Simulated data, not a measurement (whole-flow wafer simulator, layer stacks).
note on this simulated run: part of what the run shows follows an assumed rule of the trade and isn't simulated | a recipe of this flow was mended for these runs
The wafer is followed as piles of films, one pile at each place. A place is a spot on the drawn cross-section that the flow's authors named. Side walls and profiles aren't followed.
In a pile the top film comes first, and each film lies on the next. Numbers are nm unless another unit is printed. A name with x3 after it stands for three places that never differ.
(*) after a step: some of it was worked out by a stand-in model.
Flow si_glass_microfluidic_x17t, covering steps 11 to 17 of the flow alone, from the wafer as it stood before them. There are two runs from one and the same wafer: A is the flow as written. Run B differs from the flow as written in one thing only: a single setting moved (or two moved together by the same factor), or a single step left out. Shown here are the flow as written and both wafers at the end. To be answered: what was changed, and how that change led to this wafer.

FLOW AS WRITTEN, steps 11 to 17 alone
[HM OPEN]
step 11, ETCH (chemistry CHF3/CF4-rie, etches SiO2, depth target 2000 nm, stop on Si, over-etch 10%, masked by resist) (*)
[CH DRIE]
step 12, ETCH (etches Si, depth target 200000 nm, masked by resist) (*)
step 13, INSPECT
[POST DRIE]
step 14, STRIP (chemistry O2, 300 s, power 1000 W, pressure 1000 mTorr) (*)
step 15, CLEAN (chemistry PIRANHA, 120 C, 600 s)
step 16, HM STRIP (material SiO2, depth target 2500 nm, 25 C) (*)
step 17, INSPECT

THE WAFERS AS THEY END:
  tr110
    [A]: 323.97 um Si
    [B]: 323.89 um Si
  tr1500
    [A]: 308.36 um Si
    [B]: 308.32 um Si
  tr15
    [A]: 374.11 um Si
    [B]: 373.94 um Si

The reason: step 11, ETCH: depth target 2900 nm was run, while the flow as written has depth target 2000 nm.

How this came from the change, step by step:
  step 11, ETCH (chemistry CHF3/CF4-rie, etches SiO2, depth target 2000 nm, stop on Si, over-etch 10%, masked by resist) (*)
      tr110, tr1500, tr15: A -2000 SiO2 (all of it), -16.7 Si | B -2000 SiO2 (all of it), -99.2 Si
      land: A -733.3 thick-i-line-resist | B -1063.3 thick-i-line-resist
  step 12, ETCH (etches Si, depth target 200000 nm, masked by resist) (*)
      tr1500: A -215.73 um Si | B -215.7 um Si
      tr15: A -149.99 um Si | B -150.08 um Si
  step 14, STRIP (chemistry O2, 300 s, power 1000 W, pressure 1000 mTorr) (*)
      land: A -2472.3 thick-i-line-resist (all of it) | B -2142.8 thick-i-line-resist (all of it)
